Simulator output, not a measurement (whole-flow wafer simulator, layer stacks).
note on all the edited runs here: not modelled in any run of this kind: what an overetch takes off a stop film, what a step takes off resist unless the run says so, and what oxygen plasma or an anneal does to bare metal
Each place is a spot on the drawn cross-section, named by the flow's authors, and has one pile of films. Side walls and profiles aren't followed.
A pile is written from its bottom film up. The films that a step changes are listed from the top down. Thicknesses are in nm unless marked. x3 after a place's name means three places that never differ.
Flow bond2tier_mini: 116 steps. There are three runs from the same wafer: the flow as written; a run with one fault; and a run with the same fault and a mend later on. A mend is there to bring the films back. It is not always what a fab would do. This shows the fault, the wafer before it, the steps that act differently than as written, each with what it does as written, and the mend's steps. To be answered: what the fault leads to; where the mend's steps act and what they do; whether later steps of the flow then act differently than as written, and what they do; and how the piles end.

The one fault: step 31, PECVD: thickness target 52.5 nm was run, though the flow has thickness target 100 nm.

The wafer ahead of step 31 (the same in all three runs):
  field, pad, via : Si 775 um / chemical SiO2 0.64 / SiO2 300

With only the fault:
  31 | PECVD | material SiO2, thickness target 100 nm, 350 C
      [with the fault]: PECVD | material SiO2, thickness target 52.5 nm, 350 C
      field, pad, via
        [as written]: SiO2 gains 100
        [with the fault]: SiO2 gains 52.5
  Later steps of the flow that are run all act as written at every place that is followed.
  The piles end different from the flow's at field, pad by more than 2% or 0.5 nm, whichever is larger.
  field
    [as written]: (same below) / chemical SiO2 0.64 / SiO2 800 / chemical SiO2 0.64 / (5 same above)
    [with the fault]: (same below) / chemical SiO2 0.64 / SiO2 752.5 / chemical SiO2 0.64 / (5 same above)
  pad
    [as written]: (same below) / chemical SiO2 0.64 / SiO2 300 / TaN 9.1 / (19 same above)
    [with the fault]: (same below) / chemical SiO2 0.64 / SiO2 252.5 / TaN 9.1 / (19 same above)

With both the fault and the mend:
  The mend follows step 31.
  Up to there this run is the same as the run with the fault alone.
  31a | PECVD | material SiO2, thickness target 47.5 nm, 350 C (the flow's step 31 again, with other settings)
      field, pad, via
        SiO2 gains 47.5
  Later steps of the flow that are run all act as written at every place that is followed.
  By the end, the piles equal the flow's at every place that both follow.
